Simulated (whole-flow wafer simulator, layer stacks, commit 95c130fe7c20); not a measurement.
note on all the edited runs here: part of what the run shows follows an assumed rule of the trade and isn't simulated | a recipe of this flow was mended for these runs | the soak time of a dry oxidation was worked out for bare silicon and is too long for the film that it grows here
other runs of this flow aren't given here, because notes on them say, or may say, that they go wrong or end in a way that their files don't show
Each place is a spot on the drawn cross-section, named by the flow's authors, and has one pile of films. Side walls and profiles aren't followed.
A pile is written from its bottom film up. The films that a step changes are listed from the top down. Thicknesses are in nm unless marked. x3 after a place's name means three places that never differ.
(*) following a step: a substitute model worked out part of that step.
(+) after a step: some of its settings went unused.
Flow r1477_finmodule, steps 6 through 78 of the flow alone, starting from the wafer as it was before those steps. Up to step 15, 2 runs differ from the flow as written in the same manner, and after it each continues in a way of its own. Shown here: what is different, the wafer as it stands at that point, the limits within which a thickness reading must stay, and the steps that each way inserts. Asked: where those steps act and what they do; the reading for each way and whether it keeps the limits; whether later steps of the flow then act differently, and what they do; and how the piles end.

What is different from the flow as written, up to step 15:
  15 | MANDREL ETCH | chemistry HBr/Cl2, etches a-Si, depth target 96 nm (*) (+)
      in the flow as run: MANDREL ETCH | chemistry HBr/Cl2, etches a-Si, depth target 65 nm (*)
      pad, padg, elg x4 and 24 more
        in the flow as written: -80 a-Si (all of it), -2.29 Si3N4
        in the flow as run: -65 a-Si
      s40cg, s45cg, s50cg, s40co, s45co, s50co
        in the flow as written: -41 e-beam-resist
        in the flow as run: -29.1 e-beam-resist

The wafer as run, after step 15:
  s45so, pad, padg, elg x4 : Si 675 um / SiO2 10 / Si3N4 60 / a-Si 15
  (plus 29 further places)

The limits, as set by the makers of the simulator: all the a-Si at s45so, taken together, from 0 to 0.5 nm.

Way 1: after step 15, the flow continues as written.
  The reading taken after step 15 is 15 nm, which is outside the limits.
  Steps further on in the flow that do not act as written (4 other steps are not shown; they differ only slightly, by no more than 2% or 0.5 nm, whichever is larger):
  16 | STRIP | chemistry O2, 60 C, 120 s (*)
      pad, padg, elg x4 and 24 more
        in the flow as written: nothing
        going this way: +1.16 chemical SiO2 (new film), -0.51 a-Si
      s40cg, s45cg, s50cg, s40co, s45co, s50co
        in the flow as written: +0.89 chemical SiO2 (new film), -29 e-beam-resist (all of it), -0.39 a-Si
        going this way: +0.63 chemical SiO2 (new film), -40.9 e-beam-resist (all of it), -0.28 a-Si
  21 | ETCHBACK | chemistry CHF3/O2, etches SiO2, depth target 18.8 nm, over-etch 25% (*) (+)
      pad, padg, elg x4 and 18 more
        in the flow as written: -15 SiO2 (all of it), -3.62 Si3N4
        going this way: -15 SiO2 (all of it), -1.16 chemical SiO2 (all of it), -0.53 a-Si
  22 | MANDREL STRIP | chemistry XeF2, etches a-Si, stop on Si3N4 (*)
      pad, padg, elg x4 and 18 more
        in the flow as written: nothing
        going this way: -14 a-Si (all of it)
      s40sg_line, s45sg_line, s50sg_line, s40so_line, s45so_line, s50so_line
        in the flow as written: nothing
        going this way: under 1 film: -1.16 chemical SiO2 (all of it), -14.5 a-Si (all of it)
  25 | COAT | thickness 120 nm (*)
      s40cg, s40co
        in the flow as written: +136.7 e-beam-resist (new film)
        going this way: +123.8 e-beam-resist (new film)
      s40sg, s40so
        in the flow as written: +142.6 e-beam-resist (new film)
        going this way: +123.8 e-beam-resist (new film)
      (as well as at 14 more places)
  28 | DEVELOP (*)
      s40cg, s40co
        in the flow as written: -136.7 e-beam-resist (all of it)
        going this way: -123.8 e-beam-resist (all of it)
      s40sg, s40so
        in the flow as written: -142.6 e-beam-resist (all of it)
        going this way: -123.8 e-beam-resist (all of it)
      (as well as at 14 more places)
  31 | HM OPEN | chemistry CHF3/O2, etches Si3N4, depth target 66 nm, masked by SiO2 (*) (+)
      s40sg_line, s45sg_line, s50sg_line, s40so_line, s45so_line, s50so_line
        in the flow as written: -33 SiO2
        going this way: -15 SiO2 (all of it), -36 Si3N4
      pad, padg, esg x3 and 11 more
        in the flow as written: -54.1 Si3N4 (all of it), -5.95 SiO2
        going this way: -60 Si3N4 (all of it), -3 SiO2
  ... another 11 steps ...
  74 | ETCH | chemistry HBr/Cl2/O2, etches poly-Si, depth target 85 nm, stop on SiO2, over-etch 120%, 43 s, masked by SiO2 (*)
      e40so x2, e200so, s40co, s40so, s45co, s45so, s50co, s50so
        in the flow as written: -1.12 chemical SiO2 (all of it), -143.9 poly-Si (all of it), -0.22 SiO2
        going this way: -1.12 chemical SiO2 (all of it), -158.9 poly-Si (all of it), -0.14 SiO2
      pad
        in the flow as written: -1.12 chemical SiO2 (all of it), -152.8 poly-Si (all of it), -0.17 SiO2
        going this way: -1.12 chemical SiO2 (all of it), -167.8 poly-Si (all of it), -0.1 SiO2
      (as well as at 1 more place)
  The piles end different from the flow's at pad, padg, esg x3 and 17 more by more than 2% or 0.5 nm, whichever is larger.
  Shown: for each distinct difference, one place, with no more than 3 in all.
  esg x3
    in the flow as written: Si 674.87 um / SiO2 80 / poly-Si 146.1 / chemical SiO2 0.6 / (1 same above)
    going this way: Si 674.87 um / SiO2 64.4 / poly-Si 161.1 / chemical SiO2 0.6 / (1 same above)
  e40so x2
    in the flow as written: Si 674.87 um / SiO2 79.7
    going this way: Si 674.87 um / SiO2 64.2
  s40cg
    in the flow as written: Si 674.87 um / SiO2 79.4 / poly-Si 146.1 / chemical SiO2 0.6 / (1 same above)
    going this way: Si 674.87 um / SiO2 64.4 / poly-Si 161.1 / chemical SiO2 0.6 / (1 same above)

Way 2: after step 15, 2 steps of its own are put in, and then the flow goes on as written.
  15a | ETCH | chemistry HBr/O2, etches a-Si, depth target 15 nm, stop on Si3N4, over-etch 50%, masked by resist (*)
      pad, padg, elg x4 and 24 more
        -15 a-Si (all of it), -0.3 Si3N4
      s40cg, s45cg, s50cg, s40co, s45co, s50co
        -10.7 e-beam-resist
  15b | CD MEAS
      leaves every film unchanged at each place that is followed
  The reading taken after step 15b is 0 nm, which is within the limits.
  Steps further on in the flow that do not act as written (9 other steps are not shown; they differ only slightly, by no more than 2% or 0.5 nm, whichever is larger):
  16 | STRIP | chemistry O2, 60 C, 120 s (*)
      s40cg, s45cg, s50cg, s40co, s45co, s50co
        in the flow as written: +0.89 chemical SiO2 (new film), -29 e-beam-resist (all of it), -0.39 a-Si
        going this way: +0.87 chemical SiO2 (new film), -30.2 e-beam-resist (all of it), -0.38 a-Si
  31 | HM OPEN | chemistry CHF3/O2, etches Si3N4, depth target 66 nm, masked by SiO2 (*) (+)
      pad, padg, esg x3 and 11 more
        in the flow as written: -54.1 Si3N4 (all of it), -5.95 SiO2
        going this way: -56.1 Si3N4 (all of it), -4.96 SiO2
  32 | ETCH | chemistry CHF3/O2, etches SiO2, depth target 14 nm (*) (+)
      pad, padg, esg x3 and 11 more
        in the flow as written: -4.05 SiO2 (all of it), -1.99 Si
        going this way: -5.04 SiO2 (all of it), -1.79 Si
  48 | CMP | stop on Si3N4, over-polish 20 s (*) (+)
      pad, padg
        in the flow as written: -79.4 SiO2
        going this way: -77.6 SiO2
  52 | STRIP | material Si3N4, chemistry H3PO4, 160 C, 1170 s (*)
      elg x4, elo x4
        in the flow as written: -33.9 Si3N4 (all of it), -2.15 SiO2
        going this way: -35.9 Si3N4 (all of it), -2.09 SiO2
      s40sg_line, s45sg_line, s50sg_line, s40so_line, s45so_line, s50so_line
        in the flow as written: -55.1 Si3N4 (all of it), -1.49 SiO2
        going this way: -57.1 Si3N4 (all of it), -1.42 SiO2
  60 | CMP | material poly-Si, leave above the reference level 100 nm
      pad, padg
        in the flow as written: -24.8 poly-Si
        going this way: -26.7 poly-Si
  The piles end different from the flow's at pad, padg, esg x3 and 17 more by more than 2% or 0.5 nm, whichever is larger.
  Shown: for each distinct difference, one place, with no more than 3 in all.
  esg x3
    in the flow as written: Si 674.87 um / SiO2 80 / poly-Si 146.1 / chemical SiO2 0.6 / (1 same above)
    going this way: Si 674.87 um / SiO2 81.8 / poly-Si 144.1 / chemical SiO2 0.6 / (1 same above)
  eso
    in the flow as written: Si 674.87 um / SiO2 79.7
    going this way: Si 674.87 um / SiO2 81.5
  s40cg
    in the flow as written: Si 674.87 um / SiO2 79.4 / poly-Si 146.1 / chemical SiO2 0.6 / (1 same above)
    going this way: Si 674.87 um / SiO2 81.4 / poly-Si 144.1 / chemical SiO2 0.6 / (1 same above)

The limits are kept by: way 2. They are not kept by: way 1.
